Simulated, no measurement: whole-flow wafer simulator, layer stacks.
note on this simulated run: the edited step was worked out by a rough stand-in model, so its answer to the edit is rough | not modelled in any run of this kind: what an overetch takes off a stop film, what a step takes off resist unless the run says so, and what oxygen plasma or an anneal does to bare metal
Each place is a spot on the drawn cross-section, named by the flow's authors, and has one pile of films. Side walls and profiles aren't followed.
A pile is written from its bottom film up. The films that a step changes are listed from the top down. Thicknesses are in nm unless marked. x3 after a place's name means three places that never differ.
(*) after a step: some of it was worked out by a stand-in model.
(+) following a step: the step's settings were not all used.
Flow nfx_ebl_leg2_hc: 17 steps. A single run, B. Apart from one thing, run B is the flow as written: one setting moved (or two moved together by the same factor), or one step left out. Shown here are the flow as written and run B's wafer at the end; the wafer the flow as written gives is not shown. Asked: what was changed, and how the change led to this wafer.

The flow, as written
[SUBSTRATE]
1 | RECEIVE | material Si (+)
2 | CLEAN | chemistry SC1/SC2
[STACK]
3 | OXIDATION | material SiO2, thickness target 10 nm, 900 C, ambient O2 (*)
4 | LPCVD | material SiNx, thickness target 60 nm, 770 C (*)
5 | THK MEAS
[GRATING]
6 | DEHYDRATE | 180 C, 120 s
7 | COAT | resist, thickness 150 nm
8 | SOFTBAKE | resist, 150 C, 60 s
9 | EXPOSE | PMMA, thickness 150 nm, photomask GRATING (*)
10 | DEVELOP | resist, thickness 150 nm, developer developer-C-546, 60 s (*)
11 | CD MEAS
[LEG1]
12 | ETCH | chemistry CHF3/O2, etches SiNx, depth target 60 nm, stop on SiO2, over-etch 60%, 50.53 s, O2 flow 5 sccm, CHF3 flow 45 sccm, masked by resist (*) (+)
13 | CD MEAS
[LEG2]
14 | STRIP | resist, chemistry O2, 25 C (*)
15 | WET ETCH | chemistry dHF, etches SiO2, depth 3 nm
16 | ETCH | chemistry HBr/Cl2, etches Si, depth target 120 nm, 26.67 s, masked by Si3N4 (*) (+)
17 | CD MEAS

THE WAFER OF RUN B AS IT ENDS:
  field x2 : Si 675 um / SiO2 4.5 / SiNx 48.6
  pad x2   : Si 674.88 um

The reason: step 3, OXIDATION: thickness target 4.5 nm was run, whereas the flow has thickness target 10 nm.
One can read it off the wafer: field x2 has SiO2 4.5, and step 3 as written asks for 10 nm.

The path from the change to this, step by step:
  3 | OXIDATION | material SiO2, thickness target 10 nm, 900 C, ambient O2 (*)
      field x2, pad x2: SiO2 gains 4.5 (new film), chemical SiO2 loses 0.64 (all of it), Si loses 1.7 (in the flow as written it would be: SiO2 gains 10 (new film), chemical SiO2 loses 0.64 (all of it), Si loses 4.12)
  12 | ETCH | chemistry CHF3/O2, etches SiNx, depth target 60 nm, stop on SiO2, over-etch 60%, 50.53 s, O2 flow 5 sccm, CHF3 flow 45 sccm, masked by resist (*) (+)
      pad x2: SiNx loses 60 (all of it), SiO2 loses 4.5 (all of it) (in the flow as written it would be: SiNx loses 60 (all of it), SiO2 loses 10 (all of it))
